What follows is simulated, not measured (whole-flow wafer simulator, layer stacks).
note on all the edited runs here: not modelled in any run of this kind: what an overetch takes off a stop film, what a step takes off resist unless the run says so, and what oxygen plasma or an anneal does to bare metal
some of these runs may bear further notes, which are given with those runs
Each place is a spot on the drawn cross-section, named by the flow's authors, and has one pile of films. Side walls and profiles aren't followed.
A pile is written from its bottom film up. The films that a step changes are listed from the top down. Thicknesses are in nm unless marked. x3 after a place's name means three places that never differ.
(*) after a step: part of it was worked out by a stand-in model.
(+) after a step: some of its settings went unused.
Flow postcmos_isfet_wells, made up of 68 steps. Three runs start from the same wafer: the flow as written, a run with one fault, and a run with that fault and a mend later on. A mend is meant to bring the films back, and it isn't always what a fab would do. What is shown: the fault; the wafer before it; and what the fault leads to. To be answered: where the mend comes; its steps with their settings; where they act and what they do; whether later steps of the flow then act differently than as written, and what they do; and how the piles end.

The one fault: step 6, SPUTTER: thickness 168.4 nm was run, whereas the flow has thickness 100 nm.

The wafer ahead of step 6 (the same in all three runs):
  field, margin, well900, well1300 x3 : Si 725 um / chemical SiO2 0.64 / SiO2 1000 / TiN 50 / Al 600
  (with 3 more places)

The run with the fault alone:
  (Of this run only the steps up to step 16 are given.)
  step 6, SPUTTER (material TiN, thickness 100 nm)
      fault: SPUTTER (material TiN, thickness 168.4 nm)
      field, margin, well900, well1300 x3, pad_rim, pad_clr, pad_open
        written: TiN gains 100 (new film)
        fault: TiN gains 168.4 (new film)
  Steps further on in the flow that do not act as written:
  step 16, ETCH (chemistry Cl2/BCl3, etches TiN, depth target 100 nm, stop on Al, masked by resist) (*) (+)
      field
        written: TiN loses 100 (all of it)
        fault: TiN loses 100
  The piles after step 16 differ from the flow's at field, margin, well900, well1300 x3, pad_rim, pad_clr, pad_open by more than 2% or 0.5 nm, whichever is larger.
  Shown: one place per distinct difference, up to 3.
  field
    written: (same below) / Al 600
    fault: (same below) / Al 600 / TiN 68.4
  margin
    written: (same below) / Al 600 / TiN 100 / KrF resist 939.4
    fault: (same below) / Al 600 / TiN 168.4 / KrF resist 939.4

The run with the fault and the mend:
  The mend follows step 6.
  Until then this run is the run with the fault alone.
  step 6a, ETCH (chemistry peroxide tin strip, depth target 68.4 nm)
      field, margin, well900, well1300 x3, pad_rim, pad_clr, pad_open
        TiN loses 68.4
  Every later step of the flow that is run acts as written at every place that is followed.
  At every place that both follow, the piles at the end match the flow's.
